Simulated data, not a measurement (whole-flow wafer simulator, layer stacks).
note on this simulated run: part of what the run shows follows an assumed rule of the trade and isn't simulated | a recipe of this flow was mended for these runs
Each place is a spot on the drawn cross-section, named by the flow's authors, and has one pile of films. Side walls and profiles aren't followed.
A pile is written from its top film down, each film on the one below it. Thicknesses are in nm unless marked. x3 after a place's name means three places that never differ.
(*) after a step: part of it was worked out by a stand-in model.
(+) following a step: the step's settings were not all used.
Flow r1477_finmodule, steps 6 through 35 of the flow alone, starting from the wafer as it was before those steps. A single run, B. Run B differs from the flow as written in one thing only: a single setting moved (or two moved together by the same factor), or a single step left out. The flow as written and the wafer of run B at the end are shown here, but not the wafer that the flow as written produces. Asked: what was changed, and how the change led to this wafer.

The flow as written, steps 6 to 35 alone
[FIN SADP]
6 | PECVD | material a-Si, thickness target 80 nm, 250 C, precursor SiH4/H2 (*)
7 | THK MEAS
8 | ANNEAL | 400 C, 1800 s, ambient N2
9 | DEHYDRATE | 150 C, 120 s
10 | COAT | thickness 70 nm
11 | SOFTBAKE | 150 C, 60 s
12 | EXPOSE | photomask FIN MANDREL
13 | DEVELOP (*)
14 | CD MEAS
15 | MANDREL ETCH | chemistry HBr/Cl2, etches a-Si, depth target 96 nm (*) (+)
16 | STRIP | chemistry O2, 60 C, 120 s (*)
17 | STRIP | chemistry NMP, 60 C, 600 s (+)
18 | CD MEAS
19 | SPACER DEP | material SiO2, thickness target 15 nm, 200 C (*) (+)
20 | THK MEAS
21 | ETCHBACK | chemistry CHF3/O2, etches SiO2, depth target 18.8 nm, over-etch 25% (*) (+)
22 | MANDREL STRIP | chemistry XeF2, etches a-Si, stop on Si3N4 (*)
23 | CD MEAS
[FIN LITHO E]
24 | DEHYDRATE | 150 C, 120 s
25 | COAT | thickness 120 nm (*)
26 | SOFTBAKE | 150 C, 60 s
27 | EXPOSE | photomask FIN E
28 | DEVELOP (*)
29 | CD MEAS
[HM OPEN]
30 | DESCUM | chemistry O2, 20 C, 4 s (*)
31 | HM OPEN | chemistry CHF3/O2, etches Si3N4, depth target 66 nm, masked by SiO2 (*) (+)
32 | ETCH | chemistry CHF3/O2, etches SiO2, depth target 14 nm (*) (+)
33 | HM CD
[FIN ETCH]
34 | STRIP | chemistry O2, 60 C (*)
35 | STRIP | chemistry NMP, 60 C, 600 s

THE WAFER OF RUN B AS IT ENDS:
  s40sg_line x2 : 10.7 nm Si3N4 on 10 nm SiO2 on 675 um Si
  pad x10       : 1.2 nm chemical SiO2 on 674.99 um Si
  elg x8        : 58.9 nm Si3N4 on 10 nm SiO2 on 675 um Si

Cause: step 6, PECVD: thickness target 96.8 nm was run, whereas the flow has thickness target 80 nm.

How this came from the change, step by step:
  6 | PECVD | material a-Si, thickness target 80 nm, 250 C, precursor SiH4/H2 (*)
      pad x10, elg x8, s40cg x2 and 16 more: a-Si gains 96.8 (new film) (it would be, as written: a-Si gains 80 (new film))
  15 | MANDREL ETCH | chemistry HBr/Cl2, etches a-Si, depth target 96 nm (*) (+)
      pad x10, elg x8, s40sg x2, s40sg_line x2, s45sg x2, s45sg_line x2, s50sg x2, s50sg_line x2: a-Si loses 96 (it would be, as written: a-Si loses 80 (all of it), Si3N4 loses 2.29)
  16 | STRIP | chemistry O2, 60 C, 120 s (*)
      pad x10, elg x8, s40sg x2, s40sg_line x2, s45sg x2, s45sg_line x2, s50sg x2, s50sg_line x2: chemical SiO2 gains 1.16 (new film), a-Si loses 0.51 (it would be, as written: nothing)
  21 | ETCHBACK | chemistry CHF3/O2, etches SiO2, depth target 18.8 nm, over-etch 25% (*) (+)
      pad x10, elg x8, s40sg x2, s45sg x2, s50sg x2: SiO2 loses 15 (all of it), chemical SiO2 loses 1.16 (all of it), a-Si loses 0.29 (all of it), Si3N4 loses 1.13 (it would be, as written: SiO2 loses 15 (all of it), Si3N4 loses 3.62)
  22 | MANDREL STRIP | chemistry XeF2, etches a-Si, stop on Si3N4 (*)
      s40sg_line x2, s45sg_line x2, s50sg_line x2: under 1 film: chemical SiO2 loses 1.16 (all of it), a-Si loses 0.29 (all of it) (it would be, as written: nothing)
      s40cg x2, s45cg x2, s50cg x2: a-Si loses 95.8 (all of it) (it would be, as written: a-Si loses 79 (all of it))
  25 | COAT | thickness 120 nm (*)
      s40cg x2: e-beam-resist gains 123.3 (new film) (it would be, as written: e-beam-resist gains 136.7 (new film))
      s40sg x2: e-beam-resist gains 124.4 (new film) (it would be, as written: e-beam-resist gains 142.6 (new film))
      (as well as at 14 more places)
  28 | DEVELOP (*)
      s40cg x2: e-beam-resist loses 123.3 (all of it) (it would be, as written: e-beam-resist loses 136.7 (all of it))
      s40sg x2: e-beam-resist loses 124.4 (all of it) (it would be, as written: e-beam-resist loses 142.6 (all of it))
      (as well as at 14 more places)
  31 | HM OPEN | chemistry CHF3/O2, etches Si3N4, depth target 66 nm, masked by SiO2 (*) (+)
      s40sg_line x2, s45sg_line x2, s50sg_line x2: SiO2 loses 15 (all of it), Si3N4 loses 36 (it would be, as written: SiO2 loses 33)
      pad x10, s40sg x2, s45sg x2, s50sg x2: Si3N4 loses 58.9 (all of it), SiO2 loses 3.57 (it would be, as written: Si3N4 loses 54.1 (all of it), SiO2 loses 5.95)
  32 | ETCH | chemistry CHF3/O2, etches SiO2, depth target 14 nm (*) (+)
      s40sg_line x2, s45sg_line x2, s50sg_line x2: Si3N4 loses 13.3 (it would be, as written: SiO2 loses 14)
      pad x10, s40sg x2, s45sg x2, s50sg x2: SiO2 loses 6.43 (all of it), Si loses 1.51 (it would be, as written: SiO2 loses 4.05 (all of it), Si loses 1.99)
